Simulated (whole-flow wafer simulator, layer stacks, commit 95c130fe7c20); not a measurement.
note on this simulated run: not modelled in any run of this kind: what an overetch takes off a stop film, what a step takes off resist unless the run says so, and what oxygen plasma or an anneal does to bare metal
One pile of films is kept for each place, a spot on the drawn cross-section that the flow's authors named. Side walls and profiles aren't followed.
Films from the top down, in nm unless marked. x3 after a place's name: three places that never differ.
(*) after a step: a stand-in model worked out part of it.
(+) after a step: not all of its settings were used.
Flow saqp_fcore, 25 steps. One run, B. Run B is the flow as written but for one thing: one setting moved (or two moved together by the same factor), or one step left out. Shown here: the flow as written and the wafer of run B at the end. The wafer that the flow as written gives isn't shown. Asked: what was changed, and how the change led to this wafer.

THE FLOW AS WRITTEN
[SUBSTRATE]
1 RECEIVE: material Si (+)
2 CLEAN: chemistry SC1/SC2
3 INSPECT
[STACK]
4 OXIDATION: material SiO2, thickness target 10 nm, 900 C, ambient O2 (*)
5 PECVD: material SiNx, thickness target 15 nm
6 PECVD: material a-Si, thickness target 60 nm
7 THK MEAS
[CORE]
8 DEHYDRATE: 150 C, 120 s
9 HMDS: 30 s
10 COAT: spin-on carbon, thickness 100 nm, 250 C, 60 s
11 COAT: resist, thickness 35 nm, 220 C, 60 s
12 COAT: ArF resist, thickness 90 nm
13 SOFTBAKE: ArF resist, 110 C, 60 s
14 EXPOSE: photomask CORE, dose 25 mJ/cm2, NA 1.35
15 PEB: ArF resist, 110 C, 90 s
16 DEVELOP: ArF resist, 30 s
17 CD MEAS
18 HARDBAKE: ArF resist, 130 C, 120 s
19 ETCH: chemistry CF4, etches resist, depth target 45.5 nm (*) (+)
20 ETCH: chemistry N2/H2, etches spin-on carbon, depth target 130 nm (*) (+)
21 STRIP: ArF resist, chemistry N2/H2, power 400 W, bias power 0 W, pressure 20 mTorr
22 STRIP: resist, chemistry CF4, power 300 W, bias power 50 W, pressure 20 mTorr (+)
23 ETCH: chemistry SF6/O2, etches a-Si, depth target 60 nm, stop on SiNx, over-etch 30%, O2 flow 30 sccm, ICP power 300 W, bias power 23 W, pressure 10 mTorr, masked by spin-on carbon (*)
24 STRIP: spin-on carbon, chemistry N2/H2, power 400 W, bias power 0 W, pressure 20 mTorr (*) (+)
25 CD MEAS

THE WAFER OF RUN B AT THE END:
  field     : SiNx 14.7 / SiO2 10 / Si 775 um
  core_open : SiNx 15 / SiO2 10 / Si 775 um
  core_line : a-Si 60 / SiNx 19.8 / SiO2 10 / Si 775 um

The cause: step 5, PECVD: thickness target 19.8 nm was run, where the flow has thickness target 15 nm.
It can be read off the wafer: core_line has SiNx 19.8, and step 5 as written asks for 15 nm.

How the change led to this, step by step:
  5 PECVD: material SiNx, thickness target 15 nm
      field, core_open, core_line: SiNx +19.8 (new film) (as written it would be: SiNx +15 (new film))
